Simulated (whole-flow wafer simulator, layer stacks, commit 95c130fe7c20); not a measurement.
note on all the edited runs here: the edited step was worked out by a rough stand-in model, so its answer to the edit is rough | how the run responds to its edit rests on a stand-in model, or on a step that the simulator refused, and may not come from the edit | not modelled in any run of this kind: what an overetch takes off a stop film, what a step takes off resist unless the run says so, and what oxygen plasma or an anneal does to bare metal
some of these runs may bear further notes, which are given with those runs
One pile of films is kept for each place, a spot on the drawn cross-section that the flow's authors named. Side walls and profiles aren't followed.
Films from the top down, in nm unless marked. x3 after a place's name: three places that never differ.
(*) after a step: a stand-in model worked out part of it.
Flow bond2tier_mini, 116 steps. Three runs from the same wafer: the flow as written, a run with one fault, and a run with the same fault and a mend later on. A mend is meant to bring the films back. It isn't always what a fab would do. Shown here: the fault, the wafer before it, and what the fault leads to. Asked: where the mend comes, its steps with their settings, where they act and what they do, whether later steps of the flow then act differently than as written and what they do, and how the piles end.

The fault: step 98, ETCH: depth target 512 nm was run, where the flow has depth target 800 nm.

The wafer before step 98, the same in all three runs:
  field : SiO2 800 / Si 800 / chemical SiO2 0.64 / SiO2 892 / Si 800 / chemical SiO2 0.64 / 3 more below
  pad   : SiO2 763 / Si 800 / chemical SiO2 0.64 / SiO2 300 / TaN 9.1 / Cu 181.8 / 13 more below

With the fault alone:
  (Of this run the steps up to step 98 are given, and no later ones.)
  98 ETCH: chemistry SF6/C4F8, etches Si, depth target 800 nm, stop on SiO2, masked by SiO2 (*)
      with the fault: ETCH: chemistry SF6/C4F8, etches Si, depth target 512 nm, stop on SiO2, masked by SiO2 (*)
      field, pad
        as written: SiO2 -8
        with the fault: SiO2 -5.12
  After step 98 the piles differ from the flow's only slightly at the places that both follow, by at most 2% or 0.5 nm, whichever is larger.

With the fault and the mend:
  The mend comes after step 98.
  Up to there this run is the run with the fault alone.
  98a ETCH: chemistry SF6/C4F8, etches Si, depth target 288 nm, stop on SiO2, masked by SiO2 (*) (the flow's step 98 once more, with other settings)
      field, pad
        SiO2 -2.88
  No later step of the flow acts differently than as written at any place that is followed.
  At the end the piles are the same as the flow's at every place that both follow.
